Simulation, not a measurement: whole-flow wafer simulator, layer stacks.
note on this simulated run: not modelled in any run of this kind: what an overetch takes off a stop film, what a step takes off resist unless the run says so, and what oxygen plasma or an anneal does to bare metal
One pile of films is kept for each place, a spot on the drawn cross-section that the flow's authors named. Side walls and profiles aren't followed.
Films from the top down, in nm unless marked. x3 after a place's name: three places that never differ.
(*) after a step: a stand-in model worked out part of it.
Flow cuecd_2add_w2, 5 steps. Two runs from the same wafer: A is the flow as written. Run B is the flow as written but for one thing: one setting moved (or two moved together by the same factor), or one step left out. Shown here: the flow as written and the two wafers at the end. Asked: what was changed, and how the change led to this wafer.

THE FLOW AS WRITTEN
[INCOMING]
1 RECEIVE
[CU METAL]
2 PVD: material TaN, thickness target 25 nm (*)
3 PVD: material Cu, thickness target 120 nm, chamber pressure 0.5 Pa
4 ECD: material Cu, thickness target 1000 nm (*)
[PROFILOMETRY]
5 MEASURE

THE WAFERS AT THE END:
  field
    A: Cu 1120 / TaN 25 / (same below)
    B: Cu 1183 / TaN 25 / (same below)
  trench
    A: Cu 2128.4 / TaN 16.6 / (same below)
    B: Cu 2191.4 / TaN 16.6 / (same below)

The cause: step 3, PVD: thickness target 183 nm was run, where the flow has thickness target 120 nm.

How the change led to this, step by step:
  3 PVD: material Cu, thickness target 120 nm, chamber pressure 0.5 Pa
      field: A Cu +120 (new film) | B Cu +183 (new film)
      trench: A Cu +80.8 (new film) | B Cu +122.8 (new film)
